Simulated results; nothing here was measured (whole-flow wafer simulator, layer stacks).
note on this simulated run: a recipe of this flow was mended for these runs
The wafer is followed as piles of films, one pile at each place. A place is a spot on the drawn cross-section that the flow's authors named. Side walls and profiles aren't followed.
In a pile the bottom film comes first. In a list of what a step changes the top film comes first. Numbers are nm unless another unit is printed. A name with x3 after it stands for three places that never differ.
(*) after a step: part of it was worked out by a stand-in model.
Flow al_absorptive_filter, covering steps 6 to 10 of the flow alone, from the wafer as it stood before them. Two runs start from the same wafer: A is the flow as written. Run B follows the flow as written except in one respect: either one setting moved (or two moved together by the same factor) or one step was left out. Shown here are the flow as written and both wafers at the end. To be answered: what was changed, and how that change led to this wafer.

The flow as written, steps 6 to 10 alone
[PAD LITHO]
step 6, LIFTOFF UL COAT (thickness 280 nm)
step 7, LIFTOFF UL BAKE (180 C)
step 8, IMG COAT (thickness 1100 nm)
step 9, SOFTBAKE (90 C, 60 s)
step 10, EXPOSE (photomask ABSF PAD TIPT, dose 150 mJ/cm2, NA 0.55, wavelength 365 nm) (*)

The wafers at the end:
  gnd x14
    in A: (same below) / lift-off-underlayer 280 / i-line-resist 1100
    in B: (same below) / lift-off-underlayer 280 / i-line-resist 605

What caused this: step 8, IMG COAT: thickness 605 nm was run, while the flow as written has thickness 1100 nm.
The wafer itself shows it: gnd x14 has i-line-resist 605, and step 8 as written asks for 1100 nm.

Step by step, how the change led to this:
  step 8, IMG COAT (thickness 1100 nm)
      gnd x14: A +1100 i-line-resist (new film) | B +605 i-line-resist (new film)
